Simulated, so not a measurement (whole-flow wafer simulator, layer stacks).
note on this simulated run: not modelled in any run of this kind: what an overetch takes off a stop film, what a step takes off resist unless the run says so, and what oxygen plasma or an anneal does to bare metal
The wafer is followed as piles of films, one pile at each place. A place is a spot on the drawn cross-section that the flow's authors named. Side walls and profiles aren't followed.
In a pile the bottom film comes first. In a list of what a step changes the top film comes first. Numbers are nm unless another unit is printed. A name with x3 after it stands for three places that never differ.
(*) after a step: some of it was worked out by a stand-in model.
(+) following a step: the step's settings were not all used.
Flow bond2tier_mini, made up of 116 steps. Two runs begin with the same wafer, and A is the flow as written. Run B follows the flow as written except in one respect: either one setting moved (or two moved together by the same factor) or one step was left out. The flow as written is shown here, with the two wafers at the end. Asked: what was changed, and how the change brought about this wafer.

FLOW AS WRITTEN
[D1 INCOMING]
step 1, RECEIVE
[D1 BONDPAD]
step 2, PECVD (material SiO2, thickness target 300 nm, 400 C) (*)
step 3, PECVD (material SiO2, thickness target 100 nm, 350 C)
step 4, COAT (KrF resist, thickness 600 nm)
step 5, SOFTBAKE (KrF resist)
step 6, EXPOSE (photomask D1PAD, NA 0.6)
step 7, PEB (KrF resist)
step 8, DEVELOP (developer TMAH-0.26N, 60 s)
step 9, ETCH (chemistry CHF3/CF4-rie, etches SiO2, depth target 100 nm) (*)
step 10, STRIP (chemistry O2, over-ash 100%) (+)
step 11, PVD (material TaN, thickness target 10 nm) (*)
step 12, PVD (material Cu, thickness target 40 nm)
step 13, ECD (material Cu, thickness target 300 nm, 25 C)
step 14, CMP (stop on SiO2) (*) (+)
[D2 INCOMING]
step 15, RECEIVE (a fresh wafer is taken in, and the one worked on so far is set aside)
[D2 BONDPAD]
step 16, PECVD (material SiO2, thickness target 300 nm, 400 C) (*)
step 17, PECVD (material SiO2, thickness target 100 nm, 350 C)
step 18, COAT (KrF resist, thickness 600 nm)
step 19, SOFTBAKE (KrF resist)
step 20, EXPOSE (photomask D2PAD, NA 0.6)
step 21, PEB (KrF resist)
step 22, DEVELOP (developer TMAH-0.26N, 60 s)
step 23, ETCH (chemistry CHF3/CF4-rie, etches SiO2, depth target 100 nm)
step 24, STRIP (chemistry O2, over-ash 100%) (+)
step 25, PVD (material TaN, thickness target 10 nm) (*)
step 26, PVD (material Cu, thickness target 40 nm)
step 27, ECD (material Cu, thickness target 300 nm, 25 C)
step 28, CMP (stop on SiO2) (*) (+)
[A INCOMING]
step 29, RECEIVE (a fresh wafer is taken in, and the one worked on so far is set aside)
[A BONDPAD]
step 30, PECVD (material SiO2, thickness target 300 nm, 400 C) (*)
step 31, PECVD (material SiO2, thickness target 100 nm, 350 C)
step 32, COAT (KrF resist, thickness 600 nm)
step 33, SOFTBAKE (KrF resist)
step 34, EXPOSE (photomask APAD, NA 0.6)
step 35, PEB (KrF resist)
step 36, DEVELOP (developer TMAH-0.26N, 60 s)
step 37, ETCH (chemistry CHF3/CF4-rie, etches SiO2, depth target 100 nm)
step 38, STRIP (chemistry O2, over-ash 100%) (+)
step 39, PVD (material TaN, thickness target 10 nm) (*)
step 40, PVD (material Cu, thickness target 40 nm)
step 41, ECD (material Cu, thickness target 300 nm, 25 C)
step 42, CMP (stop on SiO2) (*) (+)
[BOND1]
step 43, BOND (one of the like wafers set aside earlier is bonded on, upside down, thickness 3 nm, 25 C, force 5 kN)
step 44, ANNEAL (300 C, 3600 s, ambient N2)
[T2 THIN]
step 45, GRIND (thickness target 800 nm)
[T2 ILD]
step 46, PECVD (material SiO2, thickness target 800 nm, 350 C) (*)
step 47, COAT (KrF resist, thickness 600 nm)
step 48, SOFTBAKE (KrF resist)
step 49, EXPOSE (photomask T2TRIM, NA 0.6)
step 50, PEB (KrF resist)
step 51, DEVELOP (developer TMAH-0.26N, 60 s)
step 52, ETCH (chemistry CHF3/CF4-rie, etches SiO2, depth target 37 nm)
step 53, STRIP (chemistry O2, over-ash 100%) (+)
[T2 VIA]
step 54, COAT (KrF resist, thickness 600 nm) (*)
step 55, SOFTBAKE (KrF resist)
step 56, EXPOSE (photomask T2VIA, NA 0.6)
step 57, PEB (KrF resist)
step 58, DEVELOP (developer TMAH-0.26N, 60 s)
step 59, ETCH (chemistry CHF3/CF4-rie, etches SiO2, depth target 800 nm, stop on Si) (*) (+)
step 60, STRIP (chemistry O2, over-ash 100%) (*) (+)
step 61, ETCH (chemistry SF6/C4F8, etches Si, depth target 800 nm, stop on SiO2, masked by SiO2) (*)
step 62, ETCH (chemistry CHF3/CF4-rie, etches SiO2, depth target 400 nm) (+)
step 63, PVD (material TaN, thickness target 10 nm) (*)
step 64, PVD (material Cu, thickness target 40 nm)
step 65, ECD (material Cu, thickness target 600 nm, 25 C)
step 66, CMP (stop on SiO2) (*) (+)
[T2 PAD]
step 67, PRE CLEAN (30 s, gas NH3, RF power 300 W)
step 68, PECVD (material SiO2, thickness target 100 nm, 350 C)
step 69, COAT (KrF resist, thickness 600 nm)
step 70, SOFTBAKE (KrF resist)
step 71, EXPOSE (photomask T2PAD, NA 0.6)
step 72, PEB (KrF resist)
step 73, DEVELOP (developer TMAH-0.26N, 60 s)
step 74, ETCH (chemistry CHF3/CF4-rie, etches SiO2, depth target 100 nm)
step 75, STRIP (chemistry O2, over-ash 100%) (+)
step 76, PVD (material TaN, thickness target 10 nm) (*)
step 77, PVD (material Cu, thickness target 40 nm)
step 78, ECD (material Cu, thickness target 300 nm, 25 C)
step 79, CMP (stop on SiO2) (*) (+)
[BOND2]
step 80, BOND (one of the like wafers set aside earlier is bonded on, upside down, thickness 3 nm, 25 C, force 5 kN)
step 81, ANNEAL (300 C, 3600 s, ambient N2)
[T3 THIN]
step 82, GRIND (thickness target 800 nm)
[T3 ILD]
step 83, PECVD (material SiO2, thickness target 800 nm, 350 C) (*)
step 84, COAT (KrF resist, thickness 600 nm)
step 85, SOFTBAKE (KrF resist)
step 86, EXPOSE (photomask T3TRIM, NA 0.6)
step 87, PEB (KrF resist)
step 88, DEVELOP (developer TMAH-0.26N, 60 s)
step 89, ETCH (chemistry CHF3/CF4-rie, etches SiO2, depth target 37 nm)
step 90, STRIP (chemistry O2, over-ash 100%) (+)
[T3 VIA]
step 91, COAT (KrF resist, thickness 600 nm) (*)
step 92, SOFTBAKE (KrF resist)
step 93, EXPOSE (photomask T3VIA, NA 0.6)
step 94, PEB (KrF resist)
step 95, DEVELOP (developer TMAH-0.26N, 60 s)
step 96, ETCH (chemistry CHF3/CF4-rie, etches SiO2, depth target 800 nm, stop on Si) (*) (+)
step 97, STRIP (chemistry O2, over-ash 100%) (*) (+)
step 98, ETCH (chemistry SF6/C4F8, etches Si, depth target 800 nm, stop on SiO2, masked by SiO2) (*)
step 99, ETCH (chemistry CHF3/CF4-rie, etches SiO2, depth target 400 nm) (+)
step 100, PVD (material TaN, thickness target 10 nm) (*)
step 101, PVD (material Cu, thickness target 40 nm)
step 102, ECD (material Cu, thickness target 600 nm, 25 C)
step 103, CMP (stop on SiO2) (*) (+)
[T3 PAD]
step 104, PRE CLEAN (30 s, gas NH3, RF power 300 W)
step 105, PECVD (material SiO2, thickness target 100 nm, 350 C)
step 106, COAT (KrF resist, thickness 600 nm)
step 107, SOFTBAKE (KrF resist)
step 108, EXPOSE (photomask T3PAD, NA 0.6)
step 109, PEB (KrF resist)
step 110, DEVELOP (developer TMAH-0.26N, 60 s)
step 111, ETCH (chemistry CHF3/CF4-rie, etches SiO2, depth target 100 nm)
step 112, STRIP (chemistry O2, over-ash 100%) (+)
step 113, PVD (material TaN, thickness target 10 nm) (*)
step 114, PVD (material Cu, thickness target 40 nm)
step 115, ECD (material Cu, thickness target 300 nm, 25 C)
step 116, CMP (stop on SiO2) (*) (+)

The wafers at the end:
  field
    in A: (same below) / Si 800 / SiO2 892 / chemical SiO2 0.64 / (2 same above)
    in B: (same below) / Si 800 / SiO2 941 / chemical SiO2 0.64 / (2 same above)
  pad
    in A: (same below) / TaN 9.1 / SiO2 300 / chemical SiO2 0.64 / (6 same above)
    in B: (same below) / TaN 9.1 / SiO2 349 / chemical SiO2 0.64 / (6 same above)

Cause: step 17, PECVD: thickness target 149 nm was run, while the flow as written has thickness target 100 nm.

How this came from the change, step by step:
  step 17, PECVD (material SiO2, thickness target 100 nm, 350 C)
      field, pad, via: A SiO2 gains 100 | B SiO2 gains 149
  step 80, BOND (one of the like wafers set aside earlier is bonded on, upside down, thickness 3 nm, 25 C, force 5 kN)
      field: A Si gains 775 um (new film), chemical SiO2 gains 0.64 (new film), SiO2 gains 400 | B Si gains 775 um (new film), chemical SiO2 gains 0.64 (new film), SiO2 gains 449
      pad: A Si gains 775 um (new film), chemical SiO2 gains 0.64 (new film), SiO2 gains 300 (new film), TaN gains 9.1 (new film), Cu gains 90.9 | B Si gains 775 um (new film), chemical SiO2 gains 0.64 (new film), SiO2 gains 349 (new film), TaN gains 9.1 (new film), Cu gains 90.9
